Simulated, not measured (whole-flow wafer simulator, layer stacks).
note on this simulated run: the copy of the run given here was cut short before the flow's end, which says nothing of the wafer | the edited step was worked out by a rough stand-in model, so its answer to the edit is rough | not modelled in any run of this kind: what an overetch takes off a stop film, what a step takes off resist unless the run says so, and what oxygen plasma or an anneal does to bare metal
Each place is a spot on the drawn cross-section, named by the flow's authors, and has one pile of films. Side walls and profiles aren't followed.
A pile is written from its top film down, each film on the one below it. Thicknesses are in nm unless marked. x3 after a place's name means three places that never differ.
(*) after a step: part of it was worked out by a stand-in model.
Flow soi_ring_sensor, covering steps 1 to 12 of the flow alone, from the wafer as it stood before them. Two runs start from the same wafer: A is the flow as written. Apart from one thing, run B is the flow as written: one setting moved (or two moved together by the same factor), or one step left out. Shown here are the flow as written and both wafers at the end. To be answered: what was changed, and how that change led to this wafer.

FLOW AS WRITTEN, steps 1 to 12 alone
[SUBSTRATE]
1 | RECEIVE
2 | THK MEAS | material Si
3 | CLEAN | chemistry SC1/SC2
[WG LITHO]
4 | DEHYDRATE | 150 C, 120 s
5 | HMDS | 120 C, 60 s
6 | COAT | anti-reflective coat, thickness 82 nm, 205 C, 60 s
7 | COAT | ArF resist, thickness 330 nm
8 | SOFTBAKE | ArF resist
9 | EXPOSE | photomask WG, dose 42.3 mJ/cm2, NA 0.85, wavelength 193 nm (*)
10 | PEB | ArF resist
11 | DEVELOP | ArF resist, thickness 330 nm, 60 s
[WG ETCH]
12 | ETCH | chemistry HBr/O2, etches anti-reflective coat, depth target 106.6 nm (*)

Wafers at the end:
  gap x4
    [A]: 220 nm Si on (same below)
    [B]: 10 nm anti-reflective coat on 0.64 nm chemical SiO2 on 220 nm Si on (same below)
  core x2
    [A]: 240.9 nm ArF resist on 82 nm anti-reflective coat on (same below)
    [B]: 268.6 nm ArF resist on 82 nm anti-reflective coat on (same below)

Cause: step 12, ETCH: depth target 72 nm was run, while the flow as written has depth target 106.6 nm.

The path from the change to this, step by step:
  12 | ETCH | chemistry HBr/O2, etches anti-reflective coat, depth target 106.6 nm (*)
      gap x4: A anti-reflective coat loses 82 (all of it), chemical SiO2 loses 0.64 (all of it) | B anti-reflective coat loses 72
      core x2: A ArF resist loses 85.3 | B ArF resist loses 57.6
